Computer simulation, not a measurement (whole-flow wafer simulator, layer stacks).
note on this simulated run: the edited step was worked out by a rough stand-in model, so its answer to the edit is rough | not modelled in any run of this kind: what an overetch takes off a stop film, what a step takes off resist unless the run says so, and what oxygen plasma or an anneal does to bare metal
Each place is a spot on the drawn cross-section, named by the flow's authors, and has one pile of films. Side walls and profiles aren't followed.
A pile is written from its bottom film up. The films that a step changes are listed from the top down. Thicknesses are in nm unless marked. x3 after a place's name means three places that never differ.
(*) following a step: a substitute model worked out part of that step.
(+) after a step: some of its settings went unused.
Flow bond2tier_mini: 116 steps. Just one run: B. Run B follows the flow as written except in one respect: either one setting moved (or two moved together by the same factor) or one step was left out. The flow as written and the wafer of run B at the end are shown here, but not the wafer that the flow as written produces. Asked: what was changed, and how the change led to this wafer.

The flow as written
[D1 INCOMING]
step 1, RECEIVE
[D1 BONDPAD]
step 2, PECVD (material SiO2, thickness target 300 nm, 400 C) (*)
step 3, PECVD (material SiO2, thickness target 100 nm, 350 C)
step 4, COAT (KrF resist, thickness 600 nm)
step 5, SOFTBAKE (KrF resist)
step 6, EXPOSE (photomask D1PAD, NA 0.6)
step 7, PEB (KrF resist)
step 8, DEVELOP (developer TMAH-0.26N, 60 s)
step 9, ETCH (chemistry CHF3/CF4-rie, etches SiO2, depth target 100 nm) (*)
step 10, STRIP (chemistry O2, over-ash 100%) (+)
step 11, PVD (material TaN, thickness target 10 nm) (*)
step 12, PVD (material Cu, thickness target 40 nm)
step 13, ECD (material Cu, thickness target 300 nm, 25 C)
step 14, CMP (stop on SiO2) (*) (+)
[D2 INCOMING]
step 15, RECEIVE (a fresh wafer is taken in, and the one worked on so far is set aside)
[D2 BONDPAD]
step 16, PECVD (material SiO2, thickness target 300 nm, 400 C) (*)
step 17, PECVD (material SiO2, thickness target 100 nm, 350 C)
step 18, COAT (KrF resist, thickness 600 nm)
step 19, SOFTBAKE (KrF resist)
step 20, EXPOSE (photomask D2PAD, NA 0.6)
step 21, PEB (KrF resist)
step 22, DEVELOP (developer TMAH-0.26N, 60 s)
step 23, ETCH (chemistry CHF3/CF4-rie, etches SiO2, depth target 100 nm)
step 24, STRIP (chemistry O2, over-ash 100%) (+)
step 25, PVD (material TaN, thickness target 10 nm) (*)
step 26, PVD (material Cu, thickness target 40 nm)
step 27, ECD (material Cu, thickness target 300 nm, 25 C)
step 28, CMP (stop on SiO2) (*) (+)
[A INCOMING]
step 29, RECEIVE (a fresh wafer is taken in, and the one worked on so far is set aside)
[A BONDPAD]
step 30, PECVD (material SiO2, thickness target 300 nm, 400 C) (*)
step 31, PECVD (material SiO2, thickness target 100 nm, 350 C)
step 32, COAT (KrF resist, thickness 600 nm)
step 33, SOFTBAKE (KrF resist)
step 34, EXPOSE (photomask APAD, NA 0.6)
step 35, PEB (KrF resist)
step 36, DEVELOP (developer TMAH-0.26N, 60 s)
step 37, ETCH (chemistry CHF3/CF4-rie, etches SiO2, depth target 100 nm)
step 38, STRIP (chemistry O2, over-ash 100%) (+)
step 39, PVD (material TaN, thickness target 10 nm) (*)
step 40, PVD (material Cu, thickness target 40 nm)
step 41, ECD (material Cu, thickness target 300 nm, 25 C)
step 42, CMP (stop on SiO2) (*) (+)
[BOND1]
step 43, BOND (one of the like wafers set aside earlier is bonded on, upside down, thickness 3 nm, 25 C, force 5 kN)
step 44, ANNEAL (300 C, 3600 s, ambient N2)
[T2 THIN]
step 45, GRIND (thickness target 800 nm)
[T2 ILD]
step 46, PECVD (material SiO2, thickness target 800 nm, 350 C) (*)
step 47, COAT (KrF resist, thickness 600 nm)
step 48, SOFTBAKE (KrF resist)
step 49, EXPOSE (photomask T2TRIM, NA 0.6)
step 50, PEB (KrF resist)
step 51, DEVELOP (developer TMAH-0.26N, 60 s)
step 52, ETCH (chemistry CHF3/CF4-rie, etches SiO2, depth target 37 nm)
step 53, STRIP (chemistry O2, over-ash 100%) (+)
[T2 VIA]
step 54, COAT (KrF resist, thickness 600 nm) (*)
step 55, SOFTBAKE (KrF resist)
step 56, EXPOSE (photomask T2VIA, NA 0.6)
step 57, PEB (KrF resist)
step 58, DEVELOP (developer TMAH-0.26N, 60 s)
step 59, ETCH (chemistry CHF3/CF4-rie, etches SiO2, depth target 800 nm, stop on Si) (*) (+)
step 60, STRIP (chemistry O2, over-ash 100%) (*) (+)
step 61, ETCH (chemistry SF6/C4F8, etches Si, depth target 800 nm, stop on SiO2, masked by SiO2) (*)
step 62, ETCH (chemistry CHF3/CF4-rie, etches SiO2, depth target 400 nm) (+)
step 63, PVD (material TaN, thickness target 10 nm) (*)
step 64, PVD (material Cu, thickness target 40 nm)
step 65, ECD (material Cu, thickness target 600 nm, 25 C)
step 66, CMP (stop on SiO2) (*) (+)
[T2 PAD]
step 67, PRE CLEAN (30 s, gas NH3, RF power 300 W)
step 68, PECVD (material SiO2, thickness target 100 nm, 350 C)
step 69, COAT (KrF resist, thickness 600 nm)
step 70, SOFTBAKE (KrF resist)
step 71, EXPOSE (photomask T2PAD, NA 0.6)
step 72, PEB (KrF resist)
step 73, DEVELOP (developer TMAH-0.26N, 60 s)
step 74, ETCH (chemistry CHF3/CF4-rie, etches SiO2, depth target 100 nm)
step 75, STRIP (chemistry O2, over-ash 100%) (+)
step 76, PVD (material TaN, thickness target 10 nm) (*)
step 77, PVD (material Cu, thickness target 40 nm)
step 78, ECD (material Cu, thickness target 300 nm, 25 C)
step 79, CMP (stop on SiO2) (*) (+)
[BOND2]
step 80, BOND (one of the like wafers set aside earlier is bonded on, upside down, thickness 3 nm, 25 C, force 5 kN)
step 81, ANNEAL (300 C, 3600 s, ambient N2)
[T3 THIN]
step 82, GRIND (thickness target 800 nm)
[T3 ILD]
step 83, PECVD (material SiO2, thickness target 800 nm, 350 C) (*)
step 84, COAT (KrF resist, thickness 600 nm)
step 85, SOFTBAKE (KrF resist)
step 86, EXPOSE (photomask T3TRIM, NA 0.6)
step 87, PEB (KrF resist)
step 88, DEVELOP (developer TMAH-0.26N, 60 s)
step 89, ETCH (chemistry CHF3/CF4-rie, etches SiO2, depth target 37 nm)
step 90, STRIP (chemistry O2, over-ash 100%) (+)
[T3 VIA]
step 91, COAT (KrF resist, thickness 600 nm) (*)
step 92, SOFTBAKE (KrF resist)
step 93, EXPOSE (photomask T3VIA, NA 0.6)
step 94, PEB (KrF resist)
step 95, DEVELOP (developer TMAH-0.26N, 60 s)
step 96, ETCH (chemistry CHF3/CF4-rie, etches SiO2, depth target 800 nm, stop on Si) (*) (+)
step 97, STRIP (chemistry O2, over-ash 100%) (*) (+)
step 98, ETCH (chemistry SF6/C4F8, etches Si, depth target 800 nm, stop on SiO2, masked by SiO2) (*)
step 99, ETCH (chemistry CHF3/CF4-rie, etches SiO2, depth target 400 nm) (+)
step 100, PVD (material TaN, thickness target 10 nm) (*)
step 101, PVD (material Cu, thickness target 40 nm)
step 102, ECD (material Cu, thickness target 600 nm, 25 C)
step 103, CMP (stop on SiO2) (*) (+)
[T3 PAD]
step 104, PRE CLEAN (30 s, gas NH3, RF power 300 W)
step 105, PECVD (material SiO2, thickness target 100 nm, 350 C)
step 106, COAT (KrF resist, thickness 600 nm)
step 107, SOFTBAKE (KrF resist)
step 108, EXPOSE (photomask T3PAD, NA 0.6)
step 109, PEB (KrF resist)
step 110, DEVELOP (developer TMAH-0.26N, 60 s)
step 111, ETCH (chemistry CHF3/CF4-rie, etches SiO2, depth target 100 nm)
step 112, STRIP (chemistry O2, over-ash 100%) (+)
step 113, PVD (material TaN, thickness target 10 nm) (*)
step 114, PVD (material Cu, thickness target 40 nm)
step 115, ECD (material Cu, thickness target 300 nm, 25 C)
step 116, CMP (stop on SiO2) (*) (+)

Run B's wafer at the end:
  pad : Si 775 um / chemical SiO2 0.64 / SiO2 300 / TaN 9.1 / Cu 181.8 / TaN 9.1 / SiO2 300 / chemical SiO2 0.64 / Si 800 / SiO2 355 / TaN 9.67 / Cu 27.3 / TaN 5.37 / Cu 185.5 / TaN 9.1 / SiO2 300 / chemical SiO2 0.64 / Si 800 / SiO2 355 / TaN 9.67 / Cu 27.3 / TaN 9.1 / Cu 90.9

The reason: step 76, PVD: thickness target 5.9 nm was run, whereas the flow has thickness target 10 nm.

How this came from the change, step by step:
  step 76, PVD (material TaN, thickness target 10 nm) (*)
      field: TaN gains 5.9 (new film) (it would be, as written: TaN gains 10 (new film))
      pad: TaN gains 5.37 (new film) (it would be, as written: TaN gains 9.1 (new film))
  step 79, CMP (stop on SiO2) (*) (+)
      field: Cu loses 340 (all of it), TaN loses 5.9 (all of it) (it would be, as written: Cu loses 340 (all of it), TaN loses 10 (all of it))
